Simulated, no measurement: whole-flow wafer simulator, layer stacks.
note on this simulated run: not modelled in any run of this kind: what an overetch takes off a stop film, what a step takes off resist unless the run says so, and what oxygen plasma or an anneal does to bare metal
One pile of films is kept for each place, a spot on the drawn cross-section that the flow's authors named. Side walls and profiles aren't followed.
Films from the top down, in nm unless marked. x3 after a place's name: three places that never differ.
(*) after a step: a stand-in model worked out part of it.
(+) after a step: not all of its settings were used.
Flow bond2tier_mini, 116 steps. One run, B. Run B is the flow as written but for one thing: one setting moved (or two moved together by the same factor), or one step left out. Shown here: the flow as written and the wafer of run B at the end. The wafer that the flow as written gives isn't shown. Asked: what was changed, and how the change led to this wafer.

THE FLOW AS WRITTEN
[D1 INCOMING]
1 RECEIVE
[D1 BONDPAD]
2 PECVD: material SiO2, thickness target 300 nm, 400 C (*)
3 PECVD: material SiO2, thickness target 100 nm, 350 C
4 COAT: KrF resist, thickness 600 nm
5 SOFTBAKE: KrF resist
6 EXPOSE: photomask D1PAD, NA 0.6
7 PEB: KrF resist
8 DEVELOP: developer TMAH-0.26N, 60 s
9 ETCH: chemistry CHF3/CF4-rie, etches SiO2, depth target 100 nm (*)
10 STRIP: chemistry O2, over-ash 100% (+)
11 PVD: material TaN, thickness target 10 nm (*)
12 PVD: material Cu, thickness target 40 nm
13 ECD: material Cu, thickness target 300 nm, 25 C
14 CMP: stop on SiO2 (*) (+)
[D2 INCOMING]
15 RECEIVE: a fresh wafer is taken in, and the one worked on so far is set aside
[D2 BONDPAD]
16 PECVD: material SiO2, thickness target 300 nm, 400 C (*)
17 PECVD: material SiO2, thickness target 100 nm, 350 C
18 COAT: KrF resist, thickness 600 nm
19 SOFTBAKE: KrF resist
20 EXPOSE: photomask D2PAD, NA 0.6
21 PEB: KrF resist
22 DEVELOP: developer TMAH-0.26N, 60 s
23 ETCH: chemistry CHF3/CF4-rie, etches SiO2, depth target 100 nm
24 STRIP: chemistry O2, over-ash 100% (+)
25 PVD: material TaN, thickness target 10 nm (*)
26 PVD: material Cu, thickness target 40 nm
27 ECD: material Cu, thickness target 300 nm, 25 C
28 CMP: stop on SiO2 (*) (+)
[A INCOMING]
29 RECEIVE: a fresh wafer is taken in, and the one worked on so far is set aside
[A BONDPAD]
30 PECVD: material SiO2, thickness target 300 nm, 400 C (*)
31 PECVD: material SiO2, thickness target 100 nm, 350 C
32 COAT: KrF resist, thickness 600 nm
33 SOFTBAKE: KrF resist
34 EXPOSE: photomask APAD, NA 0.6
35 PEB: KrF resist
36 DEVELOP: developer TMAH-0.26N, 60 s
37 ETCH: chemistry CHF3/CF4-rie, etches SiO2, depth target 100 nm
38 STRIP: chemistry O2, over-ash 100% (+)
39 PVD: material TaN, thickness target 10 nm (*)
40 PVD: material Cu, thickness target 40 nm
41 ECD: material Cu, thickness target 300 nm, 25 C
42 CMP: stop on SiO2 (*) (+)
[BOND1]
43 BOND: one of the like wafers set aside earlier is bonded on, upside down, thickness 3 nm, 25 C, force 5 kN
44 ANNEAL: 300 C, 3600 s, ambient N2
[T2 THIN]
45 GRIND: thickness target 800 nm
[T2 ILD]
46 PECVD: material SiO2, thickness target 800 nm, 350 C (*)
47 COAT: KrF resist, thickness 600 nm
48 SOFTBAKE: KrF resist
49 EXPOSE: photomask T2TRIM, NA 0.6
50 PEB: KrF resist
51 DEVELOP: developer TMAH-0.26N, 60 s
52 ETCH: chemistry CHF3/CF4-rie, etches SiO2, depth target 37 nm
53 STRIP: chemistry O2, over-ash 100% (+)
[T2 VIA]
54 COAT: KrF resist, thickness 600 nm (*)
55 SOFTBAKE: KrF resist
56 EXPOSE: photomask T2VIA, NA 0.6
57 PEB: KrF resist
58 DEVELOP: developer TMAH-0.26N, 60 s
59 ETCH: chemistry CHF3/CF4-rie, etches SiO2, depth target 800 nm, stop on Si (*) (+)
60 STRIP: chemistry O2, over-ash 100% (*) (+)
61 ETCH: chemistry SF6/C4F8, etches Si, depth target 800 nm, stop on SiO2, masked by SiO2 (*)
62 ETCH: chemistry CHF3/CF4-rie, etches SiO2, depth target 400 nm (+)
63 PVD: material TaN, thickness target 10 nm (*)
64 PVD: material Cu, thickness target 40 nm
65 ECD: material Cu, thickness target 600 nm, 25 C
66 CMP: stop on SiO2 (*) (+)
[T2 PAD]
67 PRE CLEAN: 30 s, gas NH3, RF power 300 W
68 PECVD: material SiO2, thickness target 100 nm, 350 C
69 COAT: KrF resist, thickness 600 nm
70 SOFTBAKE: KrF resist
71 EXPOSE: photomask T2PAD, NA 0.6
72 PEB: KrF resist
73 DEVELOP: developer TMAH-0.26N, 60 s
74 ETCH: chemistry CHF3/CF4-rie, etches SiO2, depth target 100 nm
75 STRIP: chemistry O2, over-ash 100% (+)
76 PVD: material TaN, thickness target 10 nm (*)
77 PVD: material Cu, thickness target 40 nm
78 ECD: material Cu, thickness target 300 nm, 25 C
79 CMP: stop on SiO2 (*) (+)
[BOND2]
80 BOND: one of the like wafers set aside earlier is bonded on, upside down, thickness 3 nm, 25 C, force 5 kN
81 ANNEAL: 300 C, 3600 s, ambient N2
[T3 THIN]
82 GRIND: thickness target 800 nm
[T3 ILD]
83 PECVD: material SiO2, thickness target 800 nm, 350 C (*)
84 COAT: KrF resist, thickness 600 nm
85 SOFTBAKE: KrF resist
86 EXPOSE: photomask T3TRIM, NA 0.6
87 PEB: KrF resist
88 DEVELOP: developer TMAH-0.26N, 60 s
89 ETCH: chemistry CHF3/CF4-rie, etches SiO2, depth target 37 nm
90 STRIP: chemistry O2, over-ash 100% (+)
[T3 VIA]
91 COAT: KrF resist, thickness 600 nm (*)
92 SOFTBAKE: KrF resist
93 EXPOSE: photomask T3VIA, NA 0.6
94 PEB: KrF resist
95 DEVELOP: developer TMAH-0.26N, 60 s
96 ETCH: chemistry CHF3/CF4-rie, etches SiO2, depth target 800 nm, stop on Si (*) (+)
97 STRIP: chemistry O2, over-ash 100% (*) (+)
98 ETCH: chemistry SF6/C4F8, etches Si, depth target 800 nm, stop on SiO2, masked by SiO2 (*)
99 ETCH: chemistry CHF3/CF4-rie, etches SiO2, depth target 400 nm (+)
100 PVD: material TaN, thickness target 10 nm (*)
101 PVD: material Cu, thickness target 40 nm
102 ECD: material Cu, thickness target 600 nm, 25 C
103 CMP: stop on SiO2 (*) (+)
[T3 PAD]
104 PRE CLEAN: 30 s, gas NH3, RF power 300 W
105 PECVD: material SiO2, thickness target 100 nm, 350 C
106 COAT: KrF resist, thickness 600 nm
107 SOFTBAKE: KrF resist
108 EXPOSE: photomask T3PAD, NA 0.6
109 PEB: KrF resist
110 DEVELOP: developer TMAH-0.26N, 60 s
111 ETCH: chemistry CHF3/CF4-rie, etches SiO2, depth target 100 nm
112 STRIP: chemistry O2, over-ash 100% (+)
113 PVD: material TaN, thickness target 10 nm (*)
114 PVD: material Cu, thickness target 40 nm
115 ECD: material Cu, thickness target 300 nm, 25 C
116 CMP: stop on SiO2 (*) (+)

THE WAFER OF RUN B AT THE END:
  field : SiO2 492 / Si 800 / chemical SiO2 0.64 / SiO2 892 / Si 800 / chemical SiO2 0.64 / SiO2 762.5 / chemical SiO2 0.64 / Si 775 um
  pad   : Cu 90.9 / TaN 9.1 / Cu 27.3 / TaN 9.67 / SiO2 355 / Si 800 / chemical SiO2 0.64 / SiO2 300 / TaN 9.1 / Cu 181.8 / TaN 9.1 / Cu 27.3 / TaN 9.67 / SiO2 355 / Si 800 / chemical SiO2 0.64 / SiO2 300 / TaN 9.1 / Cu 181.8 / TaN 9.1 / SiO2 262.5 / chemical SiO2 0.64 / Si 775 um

The cause: step 31, PECVD: thickness target 62.5 nm was run, where the flow has thickness target 100 nm.

How the change led to this, step by step:
  31 PECVD: material SiO2, thickness target 100 nm, 350 C
      field, pad, via: SiO2 +62.5 (as written it would be: SiO2 +100)
